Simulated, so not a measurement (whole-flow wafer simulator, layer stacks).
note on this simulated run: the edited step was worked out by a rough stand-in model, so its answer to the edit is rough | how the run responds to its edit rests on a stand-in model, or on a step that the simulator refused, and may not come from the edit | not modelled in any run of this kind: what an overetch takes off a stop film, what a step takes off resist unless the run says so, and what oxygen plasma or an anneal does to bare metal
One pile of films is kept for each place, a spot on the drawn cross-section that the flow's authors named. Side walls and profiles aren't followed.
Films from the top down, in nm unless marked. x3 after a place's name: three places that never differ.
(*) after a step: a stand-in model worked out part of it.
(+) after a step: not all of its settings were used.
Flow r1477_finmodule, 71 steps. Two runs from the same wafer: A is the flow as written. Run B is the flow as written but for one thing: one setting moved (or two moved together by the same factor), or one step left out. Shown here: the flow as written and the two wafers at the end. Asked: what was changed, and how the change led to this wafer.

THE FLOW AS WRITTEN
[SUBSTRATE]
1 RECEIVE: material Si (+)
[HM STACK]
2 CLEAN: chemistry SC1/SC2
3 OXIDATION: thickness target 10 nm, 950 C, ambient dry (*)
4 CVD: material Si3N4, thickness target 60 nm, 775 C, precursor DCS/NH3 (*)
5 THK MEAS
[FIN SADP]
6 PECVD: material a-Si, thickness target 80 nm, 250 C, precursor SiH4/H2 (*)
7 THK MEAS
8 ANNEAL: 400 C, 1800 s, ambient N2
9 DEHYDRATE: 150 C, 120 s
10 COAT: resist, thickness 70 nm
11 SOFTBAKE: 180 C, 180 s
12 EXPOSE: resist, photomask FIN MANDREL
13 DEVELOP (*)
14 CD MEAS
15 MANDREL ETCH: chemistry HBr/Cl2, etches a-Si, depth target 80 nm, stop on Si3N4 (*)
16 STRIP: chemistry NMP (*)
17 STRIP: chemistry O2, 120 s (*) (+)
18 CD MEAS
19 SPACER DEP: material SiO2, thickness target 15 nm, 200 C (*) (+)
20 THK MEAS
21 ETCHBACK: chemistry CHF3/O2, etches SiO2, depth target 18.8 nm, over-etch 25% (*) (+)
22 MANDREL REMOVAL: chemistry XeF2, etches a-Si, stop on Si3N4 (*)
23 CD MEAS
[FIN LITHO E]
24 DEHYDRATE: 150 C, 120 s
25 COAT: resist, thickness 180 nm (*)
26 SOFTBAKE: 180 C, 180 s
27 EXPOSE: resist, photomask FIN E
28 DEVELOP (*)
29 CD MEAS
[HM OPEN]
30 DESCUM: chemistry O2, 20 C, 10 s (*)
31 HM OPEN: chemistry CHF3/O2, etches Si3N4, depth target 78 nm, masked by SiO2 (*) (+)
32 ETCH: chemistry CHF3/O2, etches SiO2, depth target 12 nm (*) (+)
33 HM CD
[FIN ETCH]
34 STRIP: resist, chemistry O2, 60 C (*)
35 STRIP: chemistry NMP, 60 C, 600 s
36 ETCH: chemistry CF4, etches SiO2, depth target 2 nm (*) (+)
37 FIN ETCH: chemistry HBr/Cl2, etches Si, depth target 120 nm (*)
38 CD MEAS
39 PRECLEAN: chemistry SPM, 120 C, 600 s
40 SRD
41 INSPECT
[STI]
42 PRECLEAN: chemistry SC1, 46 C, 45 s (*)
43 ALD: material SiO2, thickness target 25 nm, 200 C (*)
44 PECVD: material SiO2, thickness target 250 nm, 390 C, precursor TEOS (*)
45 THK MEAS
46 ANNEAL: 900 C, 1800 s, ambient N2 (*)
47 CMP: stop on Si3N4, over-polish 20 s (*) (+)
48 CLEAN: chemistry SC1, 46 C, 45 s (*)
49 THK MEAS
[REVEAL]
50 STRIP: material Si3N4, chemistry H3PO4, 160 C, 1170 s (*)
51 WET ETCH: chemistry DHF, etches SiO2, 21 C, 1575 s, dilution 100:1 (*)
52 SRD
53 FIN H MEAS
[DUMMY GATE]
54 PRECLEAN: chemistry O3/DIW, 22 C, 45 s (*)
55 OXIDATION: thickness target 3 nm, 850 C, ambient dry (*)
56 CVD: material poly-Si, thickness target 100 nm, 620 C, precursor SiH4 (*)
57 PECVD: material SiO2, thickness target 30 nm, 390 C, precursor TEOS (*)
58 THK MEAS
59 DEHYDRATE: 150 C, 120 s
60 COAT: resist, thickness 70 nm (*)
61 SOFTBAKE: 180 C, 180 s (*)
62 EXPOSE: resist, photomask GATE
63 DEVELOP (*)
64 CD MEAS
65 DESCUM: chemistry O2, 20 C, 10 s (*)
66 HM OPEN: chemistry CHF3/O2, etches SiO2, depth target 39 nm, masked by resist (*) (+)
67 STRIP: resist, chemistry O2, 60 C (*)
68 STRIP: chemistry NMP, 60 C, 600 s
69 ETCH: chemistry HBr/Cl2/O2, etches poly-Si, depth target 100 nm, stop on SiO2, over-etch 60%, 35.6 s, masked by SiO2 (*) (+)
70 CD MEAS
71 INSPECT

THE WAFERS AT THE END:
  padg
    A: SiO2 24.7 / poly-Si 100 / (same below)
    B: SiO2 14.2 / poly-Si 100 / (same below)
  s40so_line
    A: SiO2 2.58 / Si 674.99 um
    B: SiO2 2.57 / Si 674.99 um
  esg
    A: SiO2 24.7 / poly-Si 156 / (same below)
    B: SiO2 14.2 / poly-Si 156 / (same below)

The cause: step 57, PECVD: thickness target 19.5 nm was run, where the flow has thickness target 30 nm.

How the change led to this, step by step:
  57 PECVD: material SiO2, thickness target 30 nm, 390 C, precursor TEOS (*)
      pad, padg, elg and 33 more: A SiO2 +30 (new film) | B SiO2 +19.5 (new film)
  66 HM OPEN: chemistry CHF3/O2, etches SiO2, depth target 39 nm, masked by resist (*) (+)
      pad, elo, eso and 15 more: A SiO2 -30 (all of it), poly-Si -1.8 | B SiO2 -19.5 (all of it), poly-Si -1.95
      padg, elg, esg and 15 more: A resist -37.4 | B resist -28
  67 STRIP: resist, chemistry O2, 60 C (*)
      padg, elg, esg: A resist -15.9 (all of it) | B resist -25.2 (all of it)
      e40lg, e100lg, e200lg: A resist -12.8 (all of it) | B resist -22.1 (all of it)
      (and at 12 more places)
